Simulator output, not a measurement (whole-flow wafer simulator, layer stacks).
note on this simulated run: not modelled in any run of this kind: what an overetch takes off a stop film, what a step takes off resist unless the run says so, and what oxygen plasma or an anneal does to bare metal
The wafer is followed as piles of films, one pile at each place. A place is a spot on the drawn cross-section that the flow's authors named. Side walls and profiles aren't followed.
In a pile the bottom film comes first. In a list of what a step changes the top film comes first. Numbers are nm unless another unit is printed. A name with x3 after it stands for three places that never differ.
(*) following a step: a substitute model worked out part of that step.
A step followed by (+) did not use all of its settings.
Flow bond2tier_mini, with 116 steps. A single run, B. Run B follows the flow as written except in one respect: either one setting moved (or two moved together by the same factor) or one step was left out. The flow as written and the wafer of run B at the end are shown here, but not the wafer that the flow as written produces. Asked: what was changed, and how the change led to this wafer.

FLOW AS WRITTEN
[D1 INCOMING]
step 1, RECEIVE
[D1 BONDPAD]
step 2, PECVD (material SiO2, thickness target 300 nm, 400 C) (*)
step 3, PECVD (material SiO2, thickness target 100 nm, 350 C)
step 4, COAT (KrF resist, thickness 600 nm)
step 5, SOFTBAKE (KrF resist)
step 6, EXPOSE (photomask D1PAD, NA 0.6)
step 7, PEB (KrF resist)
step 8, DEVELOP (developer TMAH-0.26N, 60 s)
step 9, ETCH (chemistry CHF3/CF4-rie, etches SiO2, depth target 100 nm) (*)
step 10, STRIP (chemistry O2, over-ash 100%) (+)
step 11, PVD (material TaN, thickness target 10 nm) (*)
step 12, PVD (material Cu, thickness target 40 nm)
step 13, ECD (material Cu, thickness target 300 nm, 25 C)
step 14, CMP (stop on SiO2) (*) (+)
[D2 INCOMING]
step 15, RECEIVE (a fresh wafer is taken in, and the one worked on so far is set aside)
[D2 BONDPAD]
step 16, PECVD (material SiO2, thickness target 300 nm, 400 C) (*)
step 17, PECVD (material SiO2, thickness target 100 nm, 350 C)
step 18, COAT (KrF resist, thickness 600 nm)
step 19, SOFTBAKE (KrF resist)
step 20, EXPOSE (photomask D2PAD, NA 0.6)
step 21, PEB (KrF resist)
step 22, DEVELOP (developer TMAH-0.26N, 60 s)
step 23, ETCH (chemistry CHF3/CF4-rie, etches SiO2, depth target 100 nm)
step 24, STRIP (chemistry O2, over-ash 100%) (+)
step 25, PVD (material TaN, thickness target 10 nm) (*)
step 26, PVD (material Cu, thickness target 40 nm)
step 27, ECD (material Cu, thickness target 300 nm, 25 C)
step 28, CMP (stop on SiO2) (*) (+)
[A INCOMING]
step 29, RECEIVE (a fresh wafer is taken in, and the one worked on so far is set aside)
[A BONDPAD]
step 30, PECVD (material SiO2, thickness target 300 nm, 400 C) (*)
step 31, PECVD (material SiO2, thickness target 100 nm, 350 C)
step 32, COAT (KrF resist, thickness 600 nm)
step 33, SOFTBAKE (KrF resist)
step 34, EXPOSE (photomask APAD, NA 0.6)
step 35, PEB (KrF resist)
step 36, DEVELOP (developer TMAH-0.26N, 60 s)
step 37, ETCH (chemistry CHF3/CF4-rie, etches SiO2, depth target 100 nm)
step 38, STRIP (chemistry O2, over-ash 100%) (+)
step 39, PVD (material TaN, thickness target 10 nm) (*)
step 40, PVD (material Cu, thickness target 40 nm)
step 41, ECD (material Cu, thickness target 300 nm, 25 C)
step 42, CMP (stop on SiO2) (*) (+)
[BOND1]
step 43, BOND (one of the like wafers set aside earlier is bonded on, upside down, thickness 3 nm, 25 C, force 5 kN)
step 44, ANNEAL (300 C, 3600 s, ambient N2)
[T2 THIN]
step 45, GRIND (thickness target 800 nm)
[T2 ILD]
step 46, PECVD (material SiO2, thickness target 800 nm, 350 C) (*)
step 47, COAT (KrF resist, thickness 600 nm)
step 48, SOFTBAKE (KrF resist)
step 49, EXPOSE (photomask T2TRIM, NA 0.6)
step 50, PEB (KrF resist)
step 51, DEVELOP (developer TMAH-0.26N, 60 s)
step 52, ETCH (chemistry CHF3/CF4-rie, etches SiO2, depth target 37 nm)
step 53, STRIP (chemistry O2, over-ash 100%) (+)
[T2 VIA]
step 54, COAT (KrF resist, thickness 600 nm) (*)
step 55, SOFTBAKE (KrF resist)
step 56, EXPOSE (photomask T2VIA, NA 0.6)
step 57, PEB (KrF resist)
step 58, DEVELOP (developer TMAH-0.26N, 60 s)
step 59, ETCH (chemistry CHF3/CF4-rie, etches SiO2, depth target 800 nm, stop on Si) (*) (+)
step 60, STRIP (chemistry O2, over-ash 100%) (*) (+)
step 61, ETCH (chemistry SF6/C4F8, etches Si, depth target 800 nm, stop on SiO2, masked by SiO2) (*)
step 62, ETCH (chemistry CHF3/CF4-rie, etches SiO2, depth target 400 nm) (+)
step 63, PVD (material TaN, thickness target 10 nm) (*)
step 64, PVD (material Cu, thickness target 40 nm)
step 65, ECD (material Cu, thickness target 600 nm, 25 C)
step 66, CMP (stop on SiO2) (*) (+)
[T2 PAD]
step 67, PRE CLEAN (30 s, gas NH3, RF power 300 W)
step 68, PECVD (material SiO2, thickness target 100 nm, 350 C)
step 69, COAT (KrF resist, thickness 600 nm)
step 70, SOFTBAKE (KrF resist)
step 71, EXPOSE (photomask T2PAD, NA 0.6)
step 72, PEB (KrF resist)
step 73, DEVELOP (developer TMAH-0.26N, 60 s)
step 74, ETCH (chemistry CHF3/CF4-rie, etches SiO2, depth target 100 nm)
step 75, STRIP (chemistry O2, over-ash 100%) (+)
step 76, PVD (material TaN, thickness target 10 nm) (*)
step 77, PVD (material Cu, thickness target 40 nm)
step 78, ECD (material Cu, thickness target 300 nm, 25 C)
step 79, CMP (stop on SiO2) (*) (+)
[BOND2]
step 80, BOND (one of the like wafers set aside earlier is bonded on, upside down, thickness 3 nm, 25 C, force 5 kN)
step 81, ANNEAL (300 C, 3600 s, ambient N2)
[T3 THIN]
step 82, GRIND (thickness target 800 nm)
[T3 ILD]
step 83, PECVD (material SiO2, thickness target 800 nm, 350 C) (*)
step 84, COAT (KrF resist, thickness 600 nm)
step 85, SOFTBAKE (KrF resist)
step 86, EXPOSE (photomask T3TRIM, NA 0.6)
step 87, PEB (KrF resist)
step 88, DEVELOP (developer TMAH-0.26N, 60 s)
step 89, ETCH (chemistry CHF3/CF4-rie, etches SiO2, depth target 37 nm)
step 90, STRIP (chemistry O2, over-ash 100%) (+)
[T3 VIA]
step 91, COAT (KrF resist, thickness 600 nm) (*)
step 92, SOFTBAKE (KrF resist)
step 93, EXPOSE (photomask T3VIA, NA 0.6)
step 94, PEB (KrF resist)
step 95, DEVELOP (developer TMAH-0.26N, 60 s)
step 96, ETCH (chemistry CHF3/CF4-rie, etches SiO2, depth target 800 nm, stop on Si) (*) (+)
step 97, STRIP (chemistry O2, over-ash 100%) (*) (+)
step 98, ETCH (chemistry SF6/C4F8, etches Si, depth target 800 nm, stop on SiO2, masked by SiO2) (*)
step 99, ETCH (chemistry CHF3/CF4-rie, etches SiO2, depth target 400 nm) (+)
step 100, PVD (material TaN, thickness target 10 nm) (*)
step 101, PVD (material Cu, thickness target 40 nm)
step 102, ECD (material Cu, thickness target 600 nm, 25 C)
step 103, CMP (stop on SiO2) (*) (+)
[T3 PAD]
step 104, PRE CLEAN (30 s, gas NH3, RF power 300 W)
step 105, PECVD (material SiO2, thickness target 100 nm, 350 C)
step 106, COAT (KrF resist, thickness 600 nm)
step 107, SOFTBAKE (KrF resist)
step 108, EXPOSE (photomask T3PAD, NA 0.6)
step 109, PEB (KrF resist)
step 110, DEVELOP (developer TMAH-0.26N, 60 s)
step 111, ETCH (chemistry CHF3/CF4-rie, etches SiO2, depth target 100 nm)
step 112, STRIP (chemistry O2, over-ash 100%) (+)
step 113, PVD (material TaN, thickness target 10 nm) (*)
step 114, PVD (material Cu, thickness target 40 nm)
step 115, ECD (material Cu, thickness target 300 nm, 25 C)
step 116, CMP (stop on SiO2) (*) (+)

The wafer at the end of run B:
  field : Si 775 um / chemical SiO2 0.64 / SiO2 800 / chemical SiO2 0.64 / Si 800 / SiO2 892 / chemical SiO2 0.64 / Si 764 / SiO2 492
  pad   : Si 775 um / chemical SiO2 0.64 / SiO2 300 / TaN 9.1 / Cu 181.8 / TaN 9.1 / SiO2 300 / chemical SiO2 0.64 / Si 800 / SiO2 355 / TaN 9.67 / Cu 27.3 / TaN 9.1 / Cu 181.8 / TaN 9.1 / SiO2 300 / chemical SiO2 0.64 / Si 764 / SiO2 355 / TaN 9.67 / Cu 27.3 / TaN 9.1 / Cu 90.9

What caused this: step 82, GRIND: thickness target 764 nm was run, though the flow has thickness target 800 nm.
The wafer itself shows it: field has Si 764, and step 82 as written asks for 800 nm.

Step by step, how the change led to this:
  step 82, GRIND (thickness target 800 nm)
      field, pad: Si loses 774.24 um (it would be, as written: Si loses 774.2 um)
